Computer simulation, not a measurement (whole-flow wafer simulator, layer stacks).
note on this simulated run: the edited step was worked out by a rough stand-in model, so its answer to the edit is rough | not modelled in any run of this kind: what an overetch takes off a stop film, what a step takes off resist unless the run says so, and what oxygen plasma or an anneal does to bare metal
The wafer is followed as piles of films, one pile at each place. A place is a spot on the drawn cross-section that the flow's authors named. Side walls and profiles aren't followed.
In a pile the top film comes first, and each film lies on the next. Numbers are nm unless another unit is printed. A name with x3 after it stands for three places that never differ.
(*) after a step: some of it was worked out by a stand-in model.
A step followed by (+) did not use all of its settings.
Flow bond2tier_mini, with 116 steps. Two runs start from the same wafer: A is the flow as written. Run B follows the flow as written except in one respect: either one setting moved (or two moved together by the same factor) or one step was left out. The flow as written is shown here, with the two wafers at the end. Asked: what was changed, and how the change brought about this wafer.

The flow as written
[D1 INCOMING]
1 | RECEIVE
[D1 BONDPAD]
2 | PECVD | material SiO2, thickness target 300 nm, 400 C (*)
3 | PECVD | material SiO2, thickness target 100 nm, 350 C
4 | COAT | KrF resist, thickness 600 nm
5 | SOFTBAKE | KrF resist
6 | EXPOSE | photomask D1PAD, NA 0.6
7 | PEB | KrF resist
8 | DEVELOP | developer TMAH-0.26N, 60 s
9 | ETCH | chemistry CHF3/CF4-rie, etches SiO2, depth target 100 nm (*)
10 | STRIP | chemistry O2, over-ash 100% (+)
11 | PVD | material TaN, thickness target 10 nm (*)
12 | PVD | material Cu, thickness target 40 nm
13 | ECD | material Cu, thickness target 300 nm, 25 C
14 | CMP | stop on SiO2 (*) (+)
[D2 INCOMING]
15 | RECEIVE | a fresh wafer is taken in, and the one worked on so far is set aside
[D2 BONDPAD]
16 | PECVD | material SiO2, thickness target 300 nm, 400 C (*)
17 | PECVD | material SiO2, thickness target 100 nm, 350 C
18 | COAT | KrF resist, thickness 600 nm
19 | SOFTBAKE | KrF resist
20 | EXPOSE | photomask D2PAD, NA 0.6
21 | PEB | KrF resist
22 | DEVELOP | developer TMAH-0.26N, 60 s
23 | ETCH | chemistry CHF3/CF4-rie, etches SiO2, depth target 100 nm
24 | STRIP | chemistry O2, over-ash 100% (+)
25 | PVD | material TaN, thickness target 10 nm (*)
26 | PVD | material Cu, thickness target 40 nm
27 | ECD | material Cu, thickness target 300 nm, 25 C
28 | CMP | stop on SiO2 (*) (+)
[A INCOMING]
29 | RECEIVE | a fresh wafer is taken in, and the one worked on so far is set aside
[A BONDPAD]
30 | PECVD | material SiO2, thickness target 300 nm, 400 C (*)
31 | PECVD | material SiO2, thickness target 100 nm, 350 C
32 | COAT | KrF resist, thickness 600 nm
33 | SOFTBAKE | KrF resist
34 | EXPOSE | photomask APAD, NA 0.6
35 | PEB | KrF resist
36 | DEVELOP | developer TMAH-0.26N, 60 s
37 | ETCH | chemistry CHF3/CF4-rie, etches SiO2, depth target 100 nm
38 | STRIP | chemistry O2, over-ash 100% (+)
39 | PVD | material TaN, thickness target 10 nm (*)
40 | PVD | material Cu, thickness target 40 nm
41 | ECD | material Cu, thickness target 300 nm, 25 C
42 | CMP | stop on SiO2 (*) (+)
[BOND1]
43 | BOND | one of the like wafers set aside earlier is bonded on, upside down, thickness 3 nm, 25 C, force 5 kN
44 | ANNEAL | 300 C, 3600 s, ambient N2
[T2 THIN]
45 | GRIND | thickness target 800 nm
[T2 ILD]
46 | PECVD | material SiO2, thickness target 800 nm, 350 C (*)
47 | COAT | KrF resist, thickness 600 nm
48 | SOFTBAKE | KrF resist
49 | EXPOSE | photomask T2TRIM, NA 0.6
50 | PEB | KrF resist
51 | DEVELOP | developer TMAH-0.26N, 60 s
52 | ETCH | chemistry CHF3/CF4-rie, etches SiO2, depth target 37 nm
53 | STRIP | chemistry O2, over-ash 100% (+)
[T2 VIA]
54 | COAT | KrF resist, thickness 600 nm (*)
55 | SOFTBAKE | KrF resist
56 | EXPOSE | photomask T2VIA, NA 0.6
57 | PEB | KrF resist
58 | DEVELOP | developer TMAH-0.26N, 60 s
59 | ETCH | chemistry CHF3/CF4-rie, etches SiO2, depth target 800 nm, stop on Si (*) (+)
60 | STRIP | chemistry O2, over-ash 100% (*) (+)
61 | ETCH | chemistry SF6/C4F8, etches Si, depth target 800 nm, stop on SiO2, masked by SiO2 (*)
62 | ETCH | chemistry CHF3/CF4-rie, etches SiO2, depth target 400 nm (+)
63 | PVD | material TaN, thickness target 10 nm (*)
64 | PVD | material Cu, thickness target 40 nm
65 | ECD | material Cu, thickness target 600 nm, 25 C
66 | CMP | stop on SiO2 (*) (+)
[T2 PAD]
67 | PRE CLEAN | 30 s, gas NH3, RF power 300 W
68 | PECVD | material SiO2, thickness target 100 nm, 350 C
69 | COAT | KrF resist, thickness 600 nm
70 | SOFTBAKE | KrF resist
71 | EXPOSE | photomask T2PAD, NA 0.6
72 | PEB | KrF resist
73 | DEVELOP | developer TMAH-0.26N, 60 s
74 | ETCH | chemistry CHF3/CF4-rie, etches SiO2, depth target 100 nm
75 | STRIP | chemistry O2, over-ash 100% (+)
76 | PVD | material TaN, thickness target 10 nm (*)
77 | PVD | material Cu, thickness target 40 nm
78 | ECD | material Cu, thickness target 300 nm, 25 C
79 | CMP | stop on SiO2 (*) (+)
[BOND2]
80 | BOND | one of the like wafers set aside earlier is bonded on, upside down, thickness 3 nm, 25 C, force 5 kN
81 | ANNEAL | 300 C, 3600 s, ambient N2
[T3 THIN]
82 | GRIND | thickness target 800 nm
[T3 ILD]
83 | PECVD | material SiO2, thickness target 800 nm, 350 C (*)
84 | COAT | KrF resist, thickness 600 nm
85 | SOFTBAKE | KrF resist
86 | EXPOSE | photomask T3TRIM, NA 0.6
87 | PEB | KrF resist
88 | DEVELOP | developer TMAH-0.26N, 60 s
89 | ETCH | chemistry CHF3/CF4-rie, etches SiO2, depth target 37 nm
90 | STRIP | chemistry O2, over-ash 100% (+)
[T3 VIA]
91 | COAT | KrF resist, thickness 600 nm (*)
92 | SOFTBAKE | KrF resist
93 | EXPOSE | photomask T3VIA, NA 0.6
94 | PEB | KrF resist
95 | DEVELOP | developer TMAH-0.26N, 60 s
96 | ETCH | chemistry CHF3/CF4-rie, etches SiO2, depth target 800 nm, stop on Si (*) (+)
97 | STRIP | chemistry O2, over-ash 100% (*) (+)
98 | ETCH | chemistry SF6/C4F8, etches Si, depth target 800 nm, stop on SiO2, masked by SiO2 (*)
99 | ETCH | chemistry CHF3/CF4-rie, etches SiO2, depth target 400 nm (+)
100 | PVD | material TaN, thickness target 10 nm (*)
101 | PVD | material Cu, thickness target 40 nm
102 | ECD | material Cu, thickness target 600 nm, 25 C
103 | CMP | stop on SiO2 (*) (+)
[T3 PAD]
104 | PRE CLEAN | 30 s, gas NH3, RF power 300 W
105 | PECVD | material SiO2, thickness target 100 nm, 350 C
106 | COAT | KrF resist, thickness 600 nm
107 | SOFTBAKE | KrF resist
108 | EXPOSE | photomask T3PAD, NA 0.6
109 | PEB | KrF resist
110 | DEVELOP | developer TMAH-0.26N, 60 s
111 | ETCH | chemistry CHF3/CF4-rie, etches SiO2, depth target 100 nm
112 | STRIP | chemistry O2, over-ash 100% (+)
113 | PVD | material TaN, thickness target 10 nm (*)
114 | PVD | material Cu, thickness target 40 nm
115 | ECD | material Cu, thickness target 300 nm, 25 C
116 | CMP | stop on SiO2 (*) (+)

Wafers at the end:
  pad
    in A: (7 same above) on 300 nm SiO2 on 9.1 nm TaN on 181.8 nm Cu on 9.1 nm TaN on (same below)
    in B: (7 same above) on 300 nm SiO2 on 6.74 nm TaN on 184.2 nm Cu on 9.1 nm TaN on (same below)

Cause: step 25, PVD: thickness target 7.4 nm was run, though the flow has thickness target 10 nm.

Step by step, how the change led to this:
  25 | PVD | material TaN, thickness target 10 nm (*)
      field: A TaN gains 10 (new film) | B TaN gains 7.4 (new film)
      pad: A TaN gains 9.1 (new film) | B TaN gains 6.74 (new film)
      (as well as at 1 more place)
  28 | CMP | stop on SiO2 (*) (+)
      field: A Cu loses 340 (all of it), TaN loses 10 (all of it) | B Cu loses 340 (all of it), TaN loses 7.4 (all of it)
  80 | BOND | one of the like wafers set aside earlier is bonded on, upside down, thickness 3 nm, 25 C, force 5 kN
      pad: A Si gains 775 um (new film), chemical SiO2 gains 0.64 (new film), SiO2 gains 300 (new film), TaN gains 9.1 (new film), Cu gains 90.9 | B Si gains 775 um (new film), chemical SiO2 gains 0.64 (new film), SiO2 gains 300 (new film), TaN gains 6.74 (new film), Cu gains 93.3
